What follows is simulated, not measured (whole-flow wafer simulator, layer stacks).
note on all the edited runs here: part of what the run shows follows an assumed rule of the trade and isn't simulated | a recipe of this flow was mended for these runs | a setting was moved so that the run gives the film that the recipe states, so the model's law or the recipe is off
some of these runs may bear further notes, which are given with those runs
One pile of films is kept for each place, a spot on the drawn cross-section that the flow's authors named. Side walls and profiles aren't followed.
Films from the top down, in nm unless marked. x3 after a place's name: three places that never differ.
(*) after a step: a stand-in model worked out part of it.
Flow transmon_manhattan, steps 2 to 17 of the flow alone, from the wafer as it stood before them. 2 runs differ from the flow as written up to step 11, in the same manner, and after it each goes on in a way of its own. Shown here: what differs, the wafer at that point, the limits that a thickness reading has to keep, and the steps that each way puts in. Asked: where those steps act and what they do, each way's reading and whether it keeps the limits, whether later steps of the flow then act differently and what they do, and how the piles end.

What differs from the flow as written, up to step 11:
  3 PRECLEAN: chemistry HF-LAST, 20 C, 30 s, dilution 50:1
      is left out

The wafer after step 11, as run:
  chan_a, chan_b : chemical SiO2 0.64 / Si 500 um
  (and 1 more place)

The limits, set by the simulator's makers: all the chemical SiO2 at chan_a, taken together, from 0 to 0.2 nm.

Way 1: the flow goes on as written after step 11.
  The reading after step 11: 0.64 nm, outside the limits.
  No later step of the flow acts differently than as written at any place that is followed.
  At the end the piles differ from the flow's by more than 2% or 0.5 nm, whichever is larger, at field, chan_a, chan_b.
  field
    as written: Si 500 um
    this way: chemical SiO2 0.64 / Si 500 um
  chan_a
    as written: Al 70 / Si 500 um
    this way: Al 70 / chemical SiO2 0.64 / Si 500 um
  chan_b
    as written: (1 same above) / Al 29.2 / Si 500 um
    this way: (1 same above) / Al 29.2 / chemical SiO2 0.64 / Si 500 um

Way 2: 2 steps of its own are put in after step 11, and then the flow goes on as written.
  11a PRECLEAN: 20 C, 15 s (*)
      chan_a, chan_b
        chemical SiO2 -0.64 (all of it)
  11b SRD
      changes no film at any place that is followed
  The reading after step 11b: 0 nm, within the limits.
  No later step of the flow acts differently than as written at any place that is followed.
  At the end the piles differ from the flow's by more than 2% or 0.5 nm, whichever is larger, at field.
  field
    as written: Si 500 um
    this way: chemical SiO2 0.64 / Si 500 um

Within the limits: way 2. Outside them: way 1.
